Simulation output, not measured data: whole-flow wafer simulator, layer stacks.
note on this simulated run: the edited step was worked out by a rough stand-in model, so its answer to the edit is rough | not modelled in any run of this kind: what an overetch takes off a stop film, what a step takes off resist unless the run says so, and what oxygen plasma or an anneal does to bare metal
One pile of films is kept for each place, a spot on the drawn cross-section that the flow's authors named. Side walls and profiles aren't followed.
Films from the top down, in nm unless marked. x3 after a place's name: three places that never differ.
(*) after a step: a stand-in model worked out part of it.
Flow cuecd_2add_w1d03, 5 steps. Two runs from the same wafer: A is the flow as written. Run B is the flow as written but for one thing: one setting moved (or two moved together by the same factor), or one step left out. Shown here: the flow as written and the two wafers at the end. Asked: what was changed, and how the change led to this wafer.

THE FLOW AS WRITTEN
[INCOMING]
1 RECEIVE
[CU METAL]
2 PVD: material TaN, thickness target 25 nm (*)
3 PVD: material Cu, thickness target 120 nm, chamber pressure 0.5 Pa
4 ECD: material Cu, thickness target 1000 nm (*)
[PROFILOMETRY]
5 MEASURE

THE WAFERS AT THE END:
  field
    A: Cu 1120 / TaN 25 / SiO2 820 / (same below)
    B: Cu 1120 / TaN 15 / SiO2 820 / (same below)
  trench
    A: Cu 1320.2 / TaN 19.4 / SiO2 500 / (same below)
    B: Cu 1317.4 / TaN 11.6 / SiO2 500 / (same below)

The cause: step 2, PVD: thickness target 15 nm was run, where the flow has thickness target 25 nm.
It can be read off the wafer: field has TaN 15, and step 2 as written asks for 25 nm.

How the change led to this, step by step:
  2 PVD: material TaN, thickness target 25 nm (*)
      field: A TaN +25 (new film) | B TaN +15 (new film)
      trench: A TaN +19.4 (new film) | B TaN +11.6 (new film)
